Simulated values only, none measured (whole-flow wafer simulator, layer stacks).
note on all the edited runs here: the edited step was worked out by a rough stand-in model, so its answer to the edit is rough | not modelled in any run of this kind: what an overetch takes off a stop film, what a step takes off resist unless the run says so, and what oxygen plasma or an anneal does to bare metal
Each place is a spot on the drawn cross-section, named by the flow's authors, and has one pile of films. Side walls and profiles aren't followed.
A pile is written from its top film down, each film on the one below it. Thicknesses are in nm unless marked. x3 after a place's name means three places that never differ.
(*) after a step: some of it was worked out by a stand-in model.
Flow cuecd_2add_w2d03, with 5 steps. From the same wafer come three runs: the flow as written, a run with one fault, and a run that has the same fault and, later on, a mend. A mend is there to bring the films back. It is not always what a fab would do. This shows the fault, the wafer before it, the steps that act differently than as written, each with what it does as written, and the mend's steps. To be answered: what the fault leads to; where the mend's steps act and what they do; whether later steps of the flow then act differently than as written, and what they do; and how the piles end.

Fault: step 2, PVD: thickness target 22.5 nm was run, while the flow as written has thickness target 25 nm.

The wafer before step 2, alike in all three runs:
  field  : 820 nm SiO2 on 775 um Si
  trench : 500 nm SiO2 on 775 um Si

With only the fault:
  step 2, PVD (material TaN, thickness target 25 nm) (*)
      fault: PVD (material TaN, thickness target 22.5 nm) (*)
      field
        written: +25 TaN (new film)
        fault: +22.5 TaN (new film)
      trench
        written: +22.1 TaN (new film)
        fault: +19.9 TaN (new film)
  None of the later steps of the flow acts differently than as written at any place that is followed.
  At field, trench, the piles at the end differ from the flow's by more than 2% or 0.5 nm, whichever is larger.
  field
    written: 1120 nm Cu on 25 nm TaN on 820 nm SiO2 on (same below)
    fault: 1120 nm Cu on 22.5 nm TaN on 820 nm SiO2 on (same below)
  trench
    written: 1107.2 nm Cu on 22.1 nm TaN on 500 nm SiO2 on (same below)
    fault: 1107.2 nm Cu on 19.9 nm TaN on 500 nm SiO2 on (same below)

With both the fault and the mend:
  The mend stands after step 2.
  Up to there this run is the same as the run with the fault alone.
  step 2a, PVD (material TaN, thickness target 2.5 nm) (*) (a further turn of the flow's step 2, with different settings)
      field
        +2.5 TaN
      trench
        +2.21 TaN
  None of the later steps of the flow acts differently than as written at any place that is followed.
  At every place that both follow, the piles at the end match the flow's.
